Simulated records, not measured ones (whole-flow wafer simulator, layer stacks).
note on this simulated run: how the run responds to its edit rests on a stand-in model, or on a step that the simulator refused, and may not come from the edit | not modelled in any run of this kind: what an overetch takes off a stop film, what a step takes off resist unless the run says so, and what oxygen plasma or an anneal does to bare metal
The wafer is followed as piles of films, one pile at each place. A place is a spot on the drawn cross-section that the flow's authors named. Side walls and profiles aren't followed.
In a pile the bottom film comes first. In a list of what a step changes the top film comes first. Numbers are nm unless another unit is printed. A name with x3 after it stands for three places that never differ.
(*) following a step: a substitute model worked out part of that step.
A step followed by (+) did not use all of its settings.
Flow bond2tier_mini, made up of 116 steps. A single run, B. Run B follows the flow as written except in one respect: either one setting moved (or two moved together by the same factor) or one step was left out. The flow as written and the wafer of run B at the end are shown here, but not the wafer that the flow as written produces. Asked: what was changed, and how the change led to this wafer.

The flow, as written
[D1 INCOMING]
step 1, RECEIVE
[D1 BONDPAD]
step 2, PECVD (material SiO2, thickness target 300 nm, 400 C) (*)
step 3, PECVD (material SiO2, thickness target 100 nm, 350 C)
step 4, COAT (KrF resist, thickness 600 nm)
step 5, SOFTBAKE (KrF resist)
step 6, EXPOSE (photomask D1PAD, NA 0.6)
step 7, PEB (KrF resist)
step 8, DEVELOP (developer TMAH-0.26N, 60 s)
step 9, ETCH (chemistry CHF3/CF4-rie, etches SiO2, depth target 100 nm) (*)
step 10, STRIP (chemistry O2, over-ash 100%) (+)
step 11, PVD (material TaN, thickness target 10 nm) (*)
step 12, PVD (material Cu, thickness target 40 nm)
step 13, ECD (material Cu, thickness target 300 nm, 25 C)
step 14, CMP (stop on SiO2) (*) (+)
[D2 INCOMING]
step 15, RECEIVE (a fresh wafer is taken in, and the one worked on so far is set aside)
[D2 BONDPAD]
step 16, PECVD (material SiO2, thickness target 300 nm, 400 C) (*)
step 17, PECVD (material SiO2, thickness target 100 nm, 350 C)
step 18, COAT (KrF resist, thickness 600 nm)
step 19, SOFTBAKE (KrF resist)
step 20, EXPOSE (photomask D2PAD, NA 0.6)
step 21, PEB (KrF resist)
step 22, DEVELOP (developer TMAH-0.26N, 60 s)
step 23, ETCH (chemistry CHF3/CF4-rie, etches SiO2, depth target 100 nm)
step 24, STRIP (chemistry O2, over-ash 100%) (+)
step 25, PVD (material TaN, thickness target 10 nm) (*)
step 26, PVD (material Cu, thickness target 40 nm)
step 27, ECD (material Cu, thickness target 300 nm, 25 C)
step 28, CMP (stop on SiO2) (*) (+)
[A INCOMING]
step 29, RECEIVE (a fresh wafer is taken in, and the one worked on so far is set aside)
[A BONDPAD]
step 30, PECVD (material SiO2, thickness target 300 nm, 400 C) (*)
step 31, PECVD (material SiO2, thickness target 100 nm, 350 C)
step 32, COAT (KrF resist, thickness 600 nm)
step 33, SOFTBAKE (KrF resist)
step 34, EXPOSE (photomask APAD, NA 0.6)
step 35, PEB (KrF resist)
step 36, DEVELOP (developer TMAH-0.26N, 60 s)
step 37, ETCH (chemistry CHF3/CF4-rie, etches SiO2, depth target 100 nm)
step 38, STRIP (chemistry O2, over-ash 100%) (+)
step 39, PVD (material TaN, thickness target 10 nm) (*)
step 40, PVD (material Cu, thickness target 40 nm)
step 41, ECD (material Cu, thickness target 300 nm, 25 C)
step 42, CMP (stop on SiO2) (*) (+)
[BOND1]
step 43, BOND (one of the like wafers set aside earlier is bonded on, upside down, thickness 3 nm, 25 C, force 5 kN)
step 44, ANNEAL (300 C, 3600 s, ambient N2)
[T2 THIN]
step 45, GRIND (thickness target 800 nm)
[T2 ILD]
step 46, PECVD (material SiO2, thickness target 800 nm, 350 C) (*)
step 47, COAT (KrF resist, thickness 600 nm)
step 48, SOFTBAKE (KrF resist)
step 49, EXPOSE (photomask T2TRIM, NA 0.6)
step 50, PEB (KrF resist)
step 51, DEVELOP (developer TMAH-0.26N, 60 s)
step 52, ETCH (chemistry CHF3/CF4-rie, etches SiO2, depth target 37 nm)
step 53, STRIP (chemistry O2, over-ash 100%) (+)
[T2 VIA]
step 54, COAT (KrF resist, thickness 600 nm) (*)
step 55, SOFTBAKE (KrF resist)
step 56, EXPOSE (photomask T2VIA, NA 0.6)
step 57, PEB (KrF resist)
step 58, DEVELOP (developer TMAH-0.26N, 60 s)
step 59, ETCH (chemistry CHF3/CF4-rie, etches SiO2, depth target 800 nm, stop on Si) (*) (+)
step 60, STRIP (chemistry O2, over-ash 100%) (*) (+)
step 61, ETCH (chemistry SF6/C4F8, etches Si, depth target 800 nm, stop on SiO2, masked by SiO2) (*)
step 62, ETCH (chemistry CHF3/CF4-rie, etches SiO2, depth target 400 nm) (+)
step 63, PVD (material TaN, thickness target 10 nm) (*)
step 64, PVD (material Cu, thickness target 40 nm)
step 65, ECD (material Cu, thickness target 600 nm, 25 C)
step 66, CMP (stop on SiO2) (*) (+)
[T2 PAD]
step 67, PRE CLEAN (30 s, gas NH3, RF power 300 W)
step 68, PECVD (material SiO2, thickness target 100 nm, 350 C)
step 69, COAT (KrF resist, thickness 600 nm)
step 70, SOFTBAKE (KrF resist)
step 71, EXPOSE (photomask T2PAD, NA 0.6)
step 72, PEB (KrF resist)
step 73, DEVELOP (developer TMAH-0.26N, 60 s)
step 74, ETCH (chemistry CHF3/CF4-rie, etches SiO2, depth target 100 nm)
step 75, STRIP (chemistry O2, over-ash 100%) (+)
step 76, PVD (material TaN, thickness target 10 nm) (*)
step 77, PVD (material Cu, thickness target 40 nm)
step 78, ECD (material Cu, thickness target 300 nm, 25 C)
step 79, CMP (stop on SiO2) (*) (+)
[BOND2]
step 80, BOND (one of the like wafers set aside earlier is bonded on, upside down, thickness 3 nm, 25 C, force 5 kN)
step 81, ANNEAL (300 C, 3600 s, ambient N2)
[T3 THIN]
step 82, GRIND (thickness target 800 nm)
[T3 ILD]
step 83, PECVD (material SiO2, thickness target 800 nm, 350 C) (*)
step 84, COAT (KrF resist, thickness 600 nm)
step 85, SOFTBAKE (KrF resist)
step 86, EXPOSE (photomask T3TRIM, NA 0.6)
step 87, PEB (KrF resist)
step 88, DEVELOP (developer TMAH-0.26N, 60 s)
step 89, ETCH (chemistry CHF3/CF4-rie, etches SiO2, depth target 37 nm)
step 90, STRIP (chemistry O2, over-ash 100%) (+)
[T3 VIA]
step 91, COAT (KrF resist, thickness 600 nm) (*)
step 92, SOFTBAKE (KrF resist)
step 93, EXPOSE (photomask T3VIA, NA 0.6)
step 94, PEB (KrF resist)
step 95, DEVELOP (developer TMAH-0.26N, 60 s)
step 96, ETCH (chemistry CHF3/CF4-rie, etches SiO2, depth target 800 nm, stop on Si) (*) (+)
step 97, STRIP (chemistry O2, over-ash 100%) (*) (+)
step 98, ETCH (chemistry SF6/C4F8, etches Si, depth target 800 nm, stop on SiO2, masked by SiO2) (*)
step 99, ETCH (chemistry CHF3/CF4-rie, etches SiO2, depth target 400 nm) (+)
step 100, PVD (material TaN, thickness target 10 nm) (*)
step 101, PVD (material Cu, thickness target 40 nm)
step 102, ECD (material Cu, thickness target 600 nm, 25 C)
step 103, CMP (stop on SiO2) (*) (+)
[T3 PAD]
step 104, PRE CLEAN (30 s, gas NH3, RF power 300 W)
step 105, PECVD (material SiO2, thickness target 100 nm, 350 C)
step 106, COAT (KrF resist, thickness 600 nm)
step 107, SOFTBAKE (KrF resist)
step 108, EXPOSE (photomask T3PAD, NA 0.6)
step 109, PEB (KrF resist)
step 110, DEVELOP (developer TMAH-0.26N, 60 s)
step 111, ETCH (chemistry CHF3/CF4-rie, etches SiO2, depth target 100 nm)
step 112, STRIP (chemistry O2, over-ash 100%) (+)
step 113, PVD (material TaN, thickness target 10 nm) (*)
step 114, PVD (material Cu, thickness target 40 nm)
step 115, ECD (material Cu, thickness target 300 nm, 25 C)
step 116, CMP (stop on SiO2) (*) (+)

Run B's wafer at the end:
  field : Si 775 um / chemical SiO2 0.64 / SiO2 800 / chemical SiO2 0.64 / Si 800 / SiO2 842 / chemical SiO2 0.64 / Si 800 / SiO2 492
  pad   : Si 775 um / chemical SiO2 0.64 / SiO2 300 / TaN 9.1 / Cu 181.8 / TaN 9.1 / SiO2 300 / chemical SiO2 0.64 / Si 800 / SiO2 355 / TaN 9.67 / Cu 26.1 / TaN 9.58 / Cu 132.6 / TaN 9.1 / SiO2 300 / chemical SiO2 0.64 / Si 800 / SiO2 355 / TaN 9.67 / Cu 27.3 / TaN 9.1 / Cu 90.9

What caused this: step 68, PECVD: thickness target 50 nm was run, whereas the flow has thickness target 100 nm.

Step by step, how the change led to this:
  step 68, PECVD (material SiO2, thickness target 100 nm, 350 C)
      field: SiO2 gains 50 (as written it would have been: SiO2 gains 100)
      pad: SiO2 gains 50 (new film) (as written it would have been: SiO2 gains 100 (new film))
  step 74, ETCH (chemistry CHF3/CF4-rie, etches SiO2, depth target 100 nm)
      pad: SiO2 loses 50 (all of it), Cu loses 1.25 (as written it would have been: SiO2 loses 100 (all of it))
      field: KrF resist loses 25 (as written it would have been: KrF resist loses 33.3)
  step 77, PVD (material Cu, thickness target 40 nm)
      pad: Cu gains 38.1 (new film) (as written it would have been: Cu gains 36.4 (new film))
  step 78, ECD (material Cu, thickness target 300 nm, 25 C)
      pad: Cu gains 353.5 (as written it would have been: Cu gains 404.5)
